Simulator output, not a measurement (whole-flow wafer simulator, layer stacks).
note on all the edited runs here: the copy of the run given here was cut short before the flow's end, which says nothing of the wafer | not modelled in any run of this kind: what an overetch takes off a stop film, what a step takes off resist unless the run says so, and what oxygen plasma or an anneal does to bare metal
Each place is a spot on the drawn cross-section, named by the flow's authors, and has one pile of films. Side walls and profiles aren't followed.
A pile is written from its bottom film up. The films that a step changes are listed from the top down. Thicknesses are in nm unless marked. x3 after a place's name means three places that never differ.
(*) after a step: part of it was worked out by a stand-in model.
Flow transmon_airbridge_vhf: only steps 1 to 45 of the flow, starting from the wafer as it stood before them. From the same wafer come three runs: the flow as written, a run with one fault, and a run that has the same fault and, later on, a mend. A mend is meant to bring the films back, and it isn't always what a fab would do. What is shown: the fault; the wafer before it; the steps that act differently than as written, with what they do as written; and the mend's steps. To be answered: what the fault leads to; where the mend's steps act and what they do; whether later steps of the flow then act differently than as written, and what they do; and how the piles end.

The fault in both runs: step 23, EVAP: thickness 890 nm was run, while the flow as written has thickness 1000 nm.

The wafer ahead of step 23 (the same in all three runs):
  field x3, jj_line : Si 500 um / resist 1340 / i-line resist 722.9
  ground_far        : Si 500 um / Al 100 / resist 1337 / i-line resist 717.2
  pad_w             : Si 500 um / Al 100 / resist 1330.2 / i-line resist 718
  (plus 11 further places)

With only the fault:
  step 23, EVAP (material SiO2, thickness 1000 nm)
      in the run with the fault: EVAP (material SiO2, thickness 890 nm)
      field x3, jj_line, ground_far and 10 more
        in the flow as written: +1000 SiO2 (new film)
        in the run with the fault: +890 SiO2 (new film)
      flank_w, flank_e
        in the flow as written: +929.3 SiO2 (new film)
        in the run with the fault: +827.1 SiO2 (new film)
  Steps later in the flow that act otherwise than as written (not shown: 2 more steps that differ only slightly, by at most 2% or 0.5 nm, whichever is larger):
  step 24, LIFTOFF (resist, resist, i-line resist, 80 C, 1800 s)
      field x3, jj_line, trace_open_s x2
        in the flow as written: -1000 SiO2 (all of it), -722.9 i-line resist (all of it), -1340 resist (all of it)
        in the run with the fault: -890 SiO2 (all of it), -722.9 i-line resist (all of it), -1340 resist (all of it)
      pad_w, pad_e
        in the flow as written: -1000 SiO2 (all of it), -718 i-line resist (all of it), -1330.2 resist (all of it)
        in the run with the fault: -890 SiO2 (all of it), -718 i-line resist (all of it), -1330.2 resist (all of it)
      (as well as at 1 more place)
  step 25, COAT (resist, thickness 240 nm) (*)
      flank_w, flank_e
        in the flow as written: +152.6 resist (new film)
        in the run with the fault: +156.1 resist (new film)
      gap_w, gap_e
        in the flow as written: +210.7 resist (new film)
        in the run with the fault: +215.5 resist (new film)
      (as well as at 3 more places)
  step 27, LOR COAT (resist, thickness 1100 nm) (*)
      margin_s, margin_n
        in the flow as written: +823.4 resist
        in the run with the fault: +849.5 resist
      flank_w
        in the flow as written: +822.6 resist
        in the run with the fault: +849.3 resist
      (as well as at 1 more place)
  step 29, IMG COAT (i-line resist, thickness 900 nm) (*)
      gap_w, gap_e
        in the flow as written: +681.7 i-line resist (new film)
        in the run with the fault: +708 i-line resist (new film)
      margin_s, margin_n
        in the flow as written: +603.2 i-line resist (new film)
        in the run with the fault: +638.1 i-line resist (new film)
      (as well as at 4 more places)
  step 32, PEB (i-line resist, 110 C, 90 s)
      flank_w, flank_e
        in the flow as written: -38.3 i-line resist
        in the run with the fault: -39.4 i-line resist
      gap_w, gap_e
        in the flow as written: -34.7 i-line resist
        in the run with the fault: -36.1 i-line resist
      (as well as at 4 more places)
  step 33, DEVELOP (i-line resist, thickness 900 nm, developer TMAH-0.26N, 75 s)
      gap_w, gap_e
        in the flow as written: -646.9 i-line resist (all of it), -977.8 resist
        in the run with the fault: -671.8 i-line resist (all of it), -992.8 resist
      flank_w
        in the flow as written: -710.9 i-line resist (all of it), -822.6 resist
        in the run with the fault: -731.2 i-line resist (all of it), -849.3 resist
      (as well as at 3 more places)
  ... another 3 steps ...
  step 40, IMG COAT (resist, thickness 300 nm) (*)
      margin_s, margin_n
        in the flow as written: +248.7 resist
        in the run with the fault: +255.5 resist
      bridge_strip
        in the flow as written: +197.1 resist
        in the run with the fault: +202.2 resist
  At flank_w, gap_w, cpw_trace, gap_e, flank_e, margin_s, bridge_strip, margin_n, the piles at the end differ from the flow's by more than 2% or 0.5 nm, whichever is larger.
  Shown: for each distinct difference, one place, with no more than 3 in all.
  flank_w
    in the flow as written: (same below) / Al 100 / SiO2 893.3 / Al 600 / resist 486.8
    in the run with the fault: (same below) / Al 100 / SiO2 791.1 / Al 600 / resist 498.2
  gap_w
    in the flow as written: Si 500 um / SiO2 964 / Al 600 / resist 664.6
    in the run with the fault: Si 500 um / SiO2 854 / Al 600 / resist 674
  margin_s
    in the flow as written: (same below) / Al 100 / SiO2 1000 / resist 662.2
    in the run with the fault: (same below) / Al 100 / SiO2 890 / resist 677.2

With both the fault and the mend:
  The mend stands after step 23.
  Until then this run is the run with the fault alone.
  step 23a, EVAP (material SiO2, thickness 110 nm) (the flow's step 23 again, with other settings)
      field x3, jj_line, ground_far and 10 more
        +110 SiO2
      flank_w, flank_e
        +102.2 SiO2
  Every later step of the flow that is run acts as written, at every place that is followed, to within 2% or 0.5 nm, whichever is larger.
  When the end is reached, the piles differ only a little from the flow's at the places that both follow, at most by 2% or 0.5 nm, whichever is larger.
